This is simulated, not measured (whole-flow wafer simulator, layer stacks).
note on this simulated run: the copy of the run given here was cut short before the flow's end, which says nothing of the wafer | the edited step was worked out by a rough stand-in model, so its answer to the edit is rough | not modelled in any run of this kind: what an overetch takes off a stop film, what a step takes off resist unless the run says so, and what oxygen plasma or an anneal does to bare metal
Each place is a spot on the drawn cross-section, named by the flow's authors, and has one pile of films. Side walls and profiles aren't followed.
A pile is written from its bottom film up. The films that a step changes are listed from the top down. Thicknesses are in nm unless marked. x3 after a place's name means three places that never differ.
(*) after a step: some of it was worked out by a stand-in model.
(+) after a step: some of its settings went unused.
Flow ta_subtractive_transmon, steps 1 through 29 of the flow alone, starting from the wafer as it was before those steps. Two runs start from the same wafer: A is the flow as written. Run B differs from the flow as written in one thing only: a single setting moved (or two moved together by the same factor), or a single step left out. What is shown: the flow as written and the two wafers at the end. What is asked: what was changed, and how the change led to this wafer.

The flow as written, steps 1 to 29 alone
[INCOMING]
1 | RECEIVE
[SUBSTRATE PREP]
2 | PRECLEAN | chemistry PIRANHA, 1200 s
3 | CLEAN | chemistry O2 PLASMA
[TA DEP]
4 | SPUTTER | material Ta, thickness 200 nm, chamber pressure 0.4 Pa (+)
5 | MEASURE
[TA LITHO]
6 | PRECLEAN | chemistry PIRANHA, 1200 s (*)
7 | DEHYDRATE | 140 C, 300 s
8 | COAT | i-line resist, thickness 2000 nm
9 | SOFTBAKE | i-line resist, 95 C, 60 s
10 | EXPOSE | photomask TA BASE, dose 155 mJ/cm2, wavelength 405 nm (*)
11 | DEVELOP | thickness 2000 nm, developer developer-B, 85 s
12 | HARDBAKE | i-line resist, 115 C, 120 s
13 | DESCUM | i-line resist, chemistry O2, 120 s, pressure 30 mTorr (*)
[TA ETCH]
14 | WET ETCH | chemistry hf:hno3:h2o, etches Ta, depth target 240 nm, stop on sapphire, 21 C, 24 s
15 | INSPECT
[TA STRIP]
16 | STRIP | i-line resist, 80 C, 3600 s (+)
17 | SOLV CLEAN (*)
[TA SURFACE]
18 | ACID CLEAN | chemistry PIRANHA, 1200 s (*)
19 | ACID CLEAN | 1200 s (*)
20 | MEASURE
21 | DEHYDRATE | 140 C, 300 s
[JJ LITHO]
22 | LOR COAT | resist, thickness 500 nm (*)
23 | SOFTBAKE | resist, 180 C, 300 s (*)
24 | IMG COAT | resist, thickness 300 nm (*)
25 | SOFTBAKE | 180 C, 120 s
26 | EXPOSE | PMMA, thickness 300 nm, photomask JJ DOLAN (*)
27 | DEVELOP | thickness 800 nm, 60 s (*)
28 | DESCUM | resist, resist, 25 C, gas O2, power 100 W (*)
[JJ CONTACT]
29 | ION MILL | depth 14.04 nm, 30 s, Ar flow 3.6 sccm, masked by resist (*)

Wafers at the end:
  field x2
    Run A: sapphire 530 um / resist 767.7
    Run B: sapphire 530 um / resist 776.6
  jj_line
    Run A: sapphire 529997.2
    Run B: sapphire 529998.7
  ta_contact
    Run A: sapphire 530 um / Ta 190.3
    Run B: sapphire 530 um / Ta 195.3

The reason: step 29, ION MILL: depth 6.597 nm was run, while the flow as written has depth 14.04 nm; step 29, ION MILL: 14.1 s was run, where the flow has 30 s.

Step by step, how the change led to this:
  29 | ION MILL | depth 14.04 nm, 30 s, Ar flow 3.6 sccm, masked by resist (*)
      field x2, ta_pad: A resist loses 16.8 | B resist loses 7.89
      jj_line, lead: A sapphire loses 2.8 | B sapphire loses 1.31
      (also at 1 further place)
